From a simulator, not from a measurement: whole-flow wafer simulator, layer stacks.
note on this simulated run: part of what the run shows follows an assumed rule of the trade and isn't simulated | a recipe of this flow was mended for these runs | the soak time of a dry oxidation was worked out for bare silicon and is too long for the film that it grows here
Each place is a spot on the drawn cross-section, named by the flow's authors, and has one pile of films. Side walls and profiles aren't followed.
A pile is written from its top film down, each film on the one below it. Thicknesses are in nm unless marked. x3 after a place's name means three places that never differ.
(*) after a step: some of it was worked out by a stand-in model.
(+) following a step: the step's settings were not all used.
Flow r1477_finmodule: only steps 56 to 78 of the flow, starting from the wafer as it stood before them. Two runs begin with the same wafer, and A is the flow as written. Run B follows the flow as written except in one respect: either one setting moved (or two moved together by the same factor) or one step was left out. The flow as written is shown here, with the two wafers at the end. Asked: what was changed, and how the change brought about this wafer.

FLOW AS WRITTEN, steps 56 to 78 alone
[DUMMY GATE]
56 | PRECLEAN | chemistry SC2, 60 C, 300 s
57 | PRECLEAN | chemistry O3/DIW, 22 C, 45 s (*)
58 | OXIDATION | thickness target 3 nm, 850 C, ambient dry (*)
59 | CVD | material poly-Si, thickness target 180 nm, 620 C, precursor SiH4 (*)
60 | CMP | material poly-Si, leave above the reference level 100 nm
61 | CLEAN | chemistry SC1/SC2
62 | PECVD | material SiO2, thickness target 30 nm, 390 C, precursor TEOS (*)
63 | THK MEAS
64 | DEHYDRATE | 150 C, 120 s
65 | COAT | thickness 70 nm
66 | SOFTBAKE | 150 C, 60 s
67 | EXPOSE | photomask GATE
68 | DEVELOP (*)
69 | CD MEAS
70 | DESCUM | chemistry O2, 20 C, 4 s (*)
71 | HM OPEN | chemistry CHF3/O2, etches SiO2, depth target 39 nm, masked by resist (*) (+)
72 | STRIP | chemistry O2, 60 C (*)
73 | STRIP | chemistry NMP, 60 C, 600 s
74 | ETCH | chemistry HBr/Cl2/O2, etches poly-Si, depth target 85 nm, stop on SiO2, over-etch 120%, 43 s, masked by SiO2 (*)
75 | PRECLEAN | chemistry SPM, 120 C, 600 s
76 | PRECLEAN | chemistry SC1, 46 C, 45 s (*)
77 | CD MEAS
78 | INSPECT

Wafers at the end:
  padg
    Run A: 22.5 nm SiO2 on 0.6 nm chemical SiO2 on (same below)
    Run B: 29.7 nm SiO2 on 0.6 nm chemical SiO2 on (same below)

What caused this: step 62, PECVD: thickness target 37.2 nm was run, while the flow as written has thickness target 30 nm.

Step by step, how the change led to this:
  62 | PECVD | material SiO2, thickness target 30 nm, 390 C, precursor TEOS (*)
      pad, padg, elg x7 and 27 more: A SiO2 gains 30 (new film) | B SiO2 gains 37.2 (new film)
  71 | HM OPEN | chemistry CHF3/O2, etches SiO2, depth target 39 nm, masked by resist (*) (+)
      pad, elo x7, eso x6, e200so, s40co x3: A SiO2 loses 30 (all of it), chemical SiO2 loses 0.6 (all of it), poly-Si loses 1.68 | B SiO2 loses 37.2 (all of it), chemical SiO2 loses 0.6 (all of it), poly-Si loses 0.24
